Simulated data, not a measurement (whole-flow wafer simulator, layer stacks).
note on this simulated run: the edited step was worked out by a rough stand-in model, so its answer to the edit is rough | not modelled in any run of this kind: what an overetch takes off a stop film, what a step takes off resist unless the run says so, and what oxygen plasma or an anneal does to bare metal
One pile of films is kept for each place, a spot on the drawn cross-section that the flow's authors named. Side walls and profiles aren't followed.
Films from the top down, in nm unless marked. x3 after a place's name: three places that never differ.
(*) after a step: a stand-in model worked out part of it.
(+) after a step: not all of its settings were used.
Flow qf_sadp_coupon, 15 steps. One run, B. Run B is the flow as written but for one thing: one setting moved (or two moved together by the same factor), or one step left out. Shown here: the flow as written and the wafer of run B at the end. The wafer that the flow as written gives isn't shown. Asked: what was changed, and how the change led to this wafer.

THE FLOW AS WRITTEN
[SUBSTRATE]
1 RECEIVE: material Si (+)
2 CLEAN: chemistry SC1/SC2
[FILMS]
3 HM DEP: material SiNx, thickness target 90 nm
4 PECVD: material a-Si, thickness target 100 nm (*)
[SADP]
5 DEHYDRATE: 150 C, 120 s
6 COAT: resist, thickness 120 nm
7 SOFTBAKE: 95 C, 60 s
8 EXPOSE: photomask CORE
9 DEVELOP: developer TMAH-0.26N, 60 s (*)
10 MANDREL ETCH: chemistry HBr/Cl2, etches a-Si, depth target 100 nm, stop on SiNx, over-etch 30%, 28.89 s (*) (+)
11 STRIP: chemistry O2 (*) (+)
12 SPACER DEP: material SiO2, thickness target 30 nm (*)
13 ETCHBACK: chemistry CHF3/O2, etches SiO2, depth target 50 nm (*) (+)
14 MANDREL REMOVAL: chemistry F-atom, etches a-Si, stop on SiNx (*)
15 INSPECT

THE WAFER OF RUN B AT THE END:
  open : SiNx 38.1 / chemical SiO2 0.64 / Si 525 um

The cause: step 13, ETCHBACK: depth target 80 nm was run, where the flow has depth target 50 nm.

How the change led to this, step by step:
  13 ETCHBACK: chemistry CHF3/O2, etches SiO2, depth target 50 nm (*) (+)
      m: SiO2 -30 (all of it), chemical SiO2 -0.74 (all of it), a-Si -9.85 (as written it would be: SiO2 -30 (all of it), chemical SiO2 -0.74 (all of it), a-Si -3.85)
      open: SiO2 -30 (all of it), SiNx -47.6 (as written it would be: SiO2 -30 (all of it), SiNx -19)
  14 MANDREL REMOVAL: chemistry F-atom, etches a-Si, stop on SiNx (*)
      m: a-Si -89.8 (all of it) (as written it would be: a-Si -95.8 (all of it))
